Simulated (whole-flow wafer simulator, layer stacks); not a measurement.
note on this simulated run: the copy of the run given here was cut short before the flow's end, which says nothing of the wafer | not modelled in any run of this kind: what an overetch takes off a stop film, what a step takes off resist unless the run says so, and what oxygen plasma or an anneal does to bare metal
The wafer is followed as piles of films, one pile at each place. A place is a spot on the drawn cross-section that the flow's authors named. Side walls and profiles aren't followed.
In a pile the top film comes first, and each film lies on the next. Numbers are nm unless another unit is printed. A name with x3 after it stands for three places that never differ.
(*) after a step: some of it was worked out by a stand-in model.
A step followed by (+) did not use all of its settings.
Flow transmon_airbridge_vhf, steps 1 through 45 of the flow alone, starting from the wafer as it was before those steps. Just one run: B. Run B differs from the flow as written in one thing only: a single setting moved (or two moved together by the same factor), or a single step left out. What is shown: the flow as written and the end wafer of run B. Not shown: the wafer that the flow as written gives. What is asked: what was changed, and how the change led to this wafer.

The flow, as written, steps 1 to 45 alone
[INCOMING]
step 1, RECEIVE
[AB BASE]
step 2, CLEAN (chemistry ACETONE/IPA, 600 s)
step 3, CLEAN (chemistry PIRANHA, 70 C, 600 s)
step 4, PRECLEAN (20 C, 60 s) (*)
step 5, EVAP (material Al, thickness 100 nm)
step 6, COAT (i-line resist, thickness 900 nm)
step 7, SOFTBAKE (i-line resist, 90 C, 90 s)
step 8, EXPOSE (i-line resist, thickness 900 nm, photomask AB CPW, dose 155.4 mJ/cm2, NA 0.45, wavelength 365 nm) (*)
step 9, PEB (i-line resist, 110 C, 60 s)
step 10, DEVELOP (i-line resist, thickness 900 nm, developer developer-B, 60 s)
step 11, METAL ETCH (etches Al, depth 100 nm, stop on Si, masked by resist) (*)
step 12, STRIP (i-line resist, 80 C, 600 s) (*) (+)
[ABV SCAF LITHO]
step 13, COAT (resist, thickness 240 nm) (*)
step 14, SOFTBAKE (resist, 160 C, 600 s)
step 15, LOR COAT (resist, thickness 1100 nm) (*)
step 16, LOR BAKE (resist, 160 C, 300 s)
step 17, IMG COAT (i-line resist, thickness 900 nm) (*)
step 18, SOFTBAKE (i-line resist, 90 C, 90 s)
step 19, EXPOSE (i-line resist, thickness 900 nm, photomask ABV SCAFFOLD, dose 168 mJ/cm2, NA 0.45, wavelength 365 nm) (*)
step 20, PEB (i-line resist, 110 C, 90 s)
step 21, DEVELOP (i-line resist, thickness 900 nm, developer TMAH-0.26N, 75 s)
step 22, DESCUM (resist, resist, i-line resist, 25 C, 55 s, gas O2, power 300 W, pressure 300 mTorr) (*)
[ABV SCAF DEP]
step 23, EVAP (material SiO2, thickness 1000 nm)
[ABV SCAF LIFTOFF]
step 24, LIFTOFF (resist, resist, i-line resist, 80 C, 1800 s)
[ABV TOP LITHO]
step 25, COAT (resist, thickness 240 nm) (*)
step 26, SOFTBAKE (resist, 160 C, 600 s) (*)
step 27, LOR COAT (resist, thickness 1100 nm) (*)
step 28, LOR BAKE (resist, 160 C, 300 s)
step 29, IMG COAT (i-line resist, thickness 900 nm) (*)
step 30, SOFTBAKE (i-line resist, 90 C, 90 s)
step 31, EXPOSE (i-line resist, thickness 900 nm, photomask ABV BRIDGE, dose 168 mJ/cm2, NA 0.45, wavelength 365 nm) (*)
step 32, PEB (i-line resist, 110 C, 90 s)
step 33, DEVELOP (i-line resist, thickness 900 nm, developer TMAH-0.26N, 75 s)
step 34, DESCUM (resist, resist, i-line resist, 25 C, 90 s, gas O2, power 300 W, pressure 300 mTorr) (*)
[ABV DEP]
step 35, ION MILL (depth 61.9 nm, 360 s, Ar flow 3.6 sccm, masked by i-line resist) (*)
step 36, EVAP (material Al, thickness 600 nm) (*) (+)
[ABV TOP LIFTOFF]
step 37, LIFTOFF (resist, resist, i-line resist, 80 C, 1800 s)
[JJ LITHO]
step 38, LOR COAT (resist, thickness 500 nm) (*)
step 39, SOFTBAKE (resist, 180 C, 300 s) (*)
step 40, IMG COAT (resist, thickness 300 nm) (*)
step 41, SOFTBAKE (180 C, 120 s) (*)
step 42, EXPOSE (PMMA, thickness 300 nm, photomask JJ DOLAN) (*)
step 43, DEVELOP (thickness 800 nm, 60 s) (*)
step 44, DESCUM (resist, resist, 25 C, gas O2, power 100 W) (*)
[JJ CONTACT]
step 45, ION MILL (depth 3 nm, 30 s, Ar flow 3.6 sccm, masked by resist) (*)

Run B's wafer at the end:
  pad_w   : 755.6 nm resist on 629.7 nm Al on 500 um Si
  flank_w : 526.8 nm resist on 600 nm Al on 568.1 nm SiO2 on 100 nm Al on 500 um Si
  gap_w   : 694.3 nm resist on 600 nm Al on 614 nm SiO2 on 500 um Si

The reason: step 23, EVAP: thickness 650 nm was run, while the flow as written has thickness 1000 nm.

Step by step, how the change led to this:
  step 23, EVAP (material SiO2, thickness 1000 nm)
      field x3, jj_line, ground_far and 10 more: SiO2 gains 650 (new film) (it would be, as written: SiO2 gains 1000 (new film))
      flank_w, flank_e: SiO2 gains 604.1 (new film) (it would be, as written: SiO2 gains 929.3 (new film))
  step 24, LIFTOFF (resist, resist, i-line resist, 80 C, 1800 s)
      field x3, jj_line, trace_open_s x2: SiO2 loses 650 (all of it), i-line resist loses 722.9 (all of it), resist loses 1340 (all of it) (it would be, as written: SiO2 loses 1000 (all of it), i-line resist loses 722.9 (all of it), resist loses 1340 (all of it))
      pad_w, pad_e: SiO2 loses 650 (all of it), i-line resist loses 718 (all of it), resist loses 1330.2 (all of it) (it would be, as written: SiO2 loses 1000 (all of it), i-line resist loses 718 (all of it), resist loses 1330.2 (all of it))
      (and at 1 other place as well)
  step 25, COAT (resist, thickness 240 nm) (*)
      flank_w, flank_e: resist gains 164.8 (new film) (it would be, as written: resist gains 152.6 (new film))
      gap_w, gap_e: resist gains 225.6 (new film) (it would be, as written: resist gains 210.7 (new film))
      (and at 6 other places as well)
  step 27, LOR COAT (resist, thickness 1100 nm) (*)
      gap_w, gap_e: resist gains 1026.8 (it would be, as written: resist gains 977.8)
      margin_s, margin_n: resist gains 910.4 (it would be, as written: resist gains 823.4)
      (and at 6 other places as well)
  step 29, IMG COAT (i-line resist, thickness 900 nm) (*)
      gap_w, gap_e: i-line resist gains 767.1 (new film) (it would be, as written: i-line resist gains 681.7 (new film))
      margin_s, margin_n: i-line resist gains 713.4 (new film) (it would be, as written: i-line resist gains 603.2 (new film))
      (and at 7 other places as well)
  step 32, PEB (i-line resist, 110 C, 90 s)
      pad_w, pad_e: i-line resist loses 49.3 (it would be, as written: i-line resist loses 51)
      flank_w, flank_e: i-line resist loses 41.8 (it would be, as written: i-line resist loses 38.3)
      (and at 7 other places as well)
  step 33, DEVELOP (i-line resist, thickness 900 nm, developer TMAH-0.26N, 75 s)
      gap_w, gap_e: i-line resist loses 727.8 (all of it), resist loses 1026.8 (it would be, as written: i-line resist loses 646.9 (all of it), resist loses 977.8)
      pad_w: i-line resist loses 907 (all of it), resist loses 1192.9 (it would be, as written: i-line resist loses 937.2 (all of it), resist loses 1247.8)
      (and at 5 other places as well)
  step 34, DESCUM (resist, resist, i-line resist, 25 C, 90 s, gas O2, power 300 W, pressure 300 mTorr) (*)
      flank_w, flank_e: resist loses 164.8 (all of it) (it would be, as written: resist loses 152.6 (all of it))
      gap_w, gap_e: resist loses 225.6 (all of it) (it would be, as written: resist loses 210.7 (all of it))
      (and at 4 other places as well)
  step 37, LIFTOFF (resist, resist, i-line resist, 80 C, 1800 s)
      margin_s, margin_n: Al loses 600 (all of it), i-line resist loses 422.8 (all of it), resist loses 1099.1 (all of it) (it would be, as written: Al loses 600 (all of it), i-line resist loses 318.3 (all of it), resist loses 992 (all of it))
      ground_far: Al loses 600 (all of it), i-line resist loses 674.1 (all of it), resist loses 1372.4 (all of it) (it would be, as written: Al loses 600 (all of it), i-line resist loses 717.9 (all of it), resist loses 1384.9 (all of it))
  step 38, LOR COAT (resist, thickness 500 nm) (*)
      pad_w, pad_e: resist gains 496.6 (new film) (it would be, as written: resist gains 517 (new film))
      flank_w, flank_e: resist gains 335.1 (new film) (it would be, as written: resist gains 306.5 (new film))
      (and at 6 other places as well)
  step 40, IMG COAT (resist, thickness 300 nm) (*)
      pad_w, pad_e: resist gains 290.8 (it would be, as written: resist gains 300.1)
      flank_w, flank_e: resist gains 223.5 (it would be, as written: resist gains 212.1)
      (and at 6 other places as well)
